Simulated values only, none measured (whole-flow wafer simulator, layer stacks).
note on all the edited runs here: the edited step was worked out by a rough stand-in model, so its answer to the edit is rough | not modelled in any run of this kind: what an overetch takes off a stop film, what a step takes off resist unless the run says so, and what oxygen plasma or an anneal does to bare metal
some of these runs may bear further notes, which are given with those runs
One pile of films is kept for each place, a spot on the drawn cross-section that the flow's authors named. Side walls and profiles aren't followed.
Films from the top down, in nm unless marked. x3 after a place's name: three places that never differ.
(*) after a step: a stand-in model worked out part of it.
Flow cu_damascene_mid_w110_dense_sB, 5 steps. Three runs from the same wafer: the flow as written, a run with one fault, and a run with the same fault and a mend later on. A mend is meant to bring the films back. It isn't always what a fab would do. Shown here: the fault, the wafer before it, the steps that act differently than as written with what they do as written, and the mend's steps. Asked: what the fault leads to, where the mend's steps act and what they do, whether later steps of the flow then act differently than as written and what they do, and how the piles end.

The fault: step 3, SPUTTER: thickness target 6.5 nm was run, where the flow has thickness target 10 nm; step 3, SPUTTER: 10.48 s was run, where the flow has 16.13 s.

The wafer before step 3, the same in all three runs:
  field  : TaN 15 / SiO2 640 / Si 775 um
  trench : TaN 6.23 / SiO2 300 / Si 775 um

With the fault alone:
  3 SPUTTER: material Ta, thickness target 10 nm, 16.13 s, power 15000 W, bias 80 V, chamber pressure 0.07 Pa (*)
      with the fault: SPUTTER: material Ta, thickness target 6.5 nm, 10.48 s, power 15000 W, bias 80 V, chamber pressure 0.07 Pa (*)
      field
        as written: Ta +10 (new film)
        with the fault: Ta +6.5 (new film)
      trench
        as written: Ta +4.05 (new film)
        with the fault: Ta +2.63 (new film)
  No later step of the flow acts differently than as written, at any place that is followed, by more than 2% or 0.5 nm, whichever is larger.
  At the end the piles differ from the flow's by more than 2% or 0.5 nm, whichever is larger, at field, trench.
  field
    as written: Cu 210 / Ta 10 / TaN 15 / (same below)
    with the fault: Cu 210 / Ta 6.5 / TaN 15 / (same below)
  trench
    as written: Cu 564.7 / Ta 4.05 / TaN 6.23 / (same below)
    with the fault: Cu 562.6 / Ta 2.63 / TaN 6.23 / (same below)

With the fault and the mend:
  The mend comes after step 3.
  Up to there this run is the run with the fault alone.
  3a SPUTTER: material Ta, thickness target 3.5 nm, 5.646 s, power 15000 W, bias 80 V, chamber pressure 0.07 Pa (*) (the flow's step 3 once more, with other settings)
      field
        Ta +3.5
      trench
        Ta +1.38
  No later step of the flow acts differently than as written at any place that is followed.
  At the end the piles differ from the flow's only slightly at the places that both follow, by at most 2% or 0.5 nm, whichever is larger.
